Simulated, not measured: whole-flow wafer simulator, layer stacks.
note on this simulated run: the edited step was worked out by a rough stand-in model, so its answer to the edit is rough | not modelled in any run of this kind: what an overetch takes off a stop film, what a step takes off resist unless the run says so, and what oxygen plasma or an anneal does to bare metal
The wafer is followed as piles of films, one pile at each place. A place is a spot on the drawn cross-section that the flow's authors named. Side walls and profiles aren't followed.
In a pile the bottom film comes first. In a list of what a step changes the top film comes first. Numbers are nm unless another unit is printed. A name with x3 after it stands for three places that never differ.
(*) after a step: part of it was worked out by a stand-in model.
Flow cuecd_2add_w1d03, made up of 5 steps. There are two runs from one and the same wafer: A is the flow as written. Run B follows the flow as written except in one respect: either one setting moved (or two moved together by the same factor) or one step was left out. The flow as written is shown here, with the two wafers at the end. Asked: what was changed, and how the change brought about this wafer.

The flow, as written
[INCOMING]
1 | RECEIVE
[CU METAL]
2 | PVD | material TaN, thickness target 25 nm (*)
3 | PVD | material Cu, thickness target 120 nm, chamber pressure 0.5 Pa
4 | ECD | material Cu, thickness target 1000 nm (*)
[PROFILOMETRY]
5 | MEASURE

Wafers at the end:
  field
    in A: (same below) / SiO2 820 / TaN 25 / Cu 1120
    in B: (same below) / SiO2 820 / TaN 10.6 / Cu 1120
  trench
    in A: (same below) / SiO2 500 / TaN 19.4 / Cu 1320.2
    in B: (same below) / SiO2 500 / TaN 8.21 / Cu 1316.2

What caused this: step 2, PVD: thickness target 10.6 nm was run, though the flow has thickness target 25 nm.
One can read it off the wafer: field has TaN 10.6, and step 2 as written asks for 25 nm.

The path from the change to this, step by step:
  2 | PVD | material TaN, thickness target 25 nm (*)
      field: A +25 TaN (new film) | B +10.6 TaN (new film)
      trench: A +19.4 TaN (new film) | B +8.21 TaN (new film)
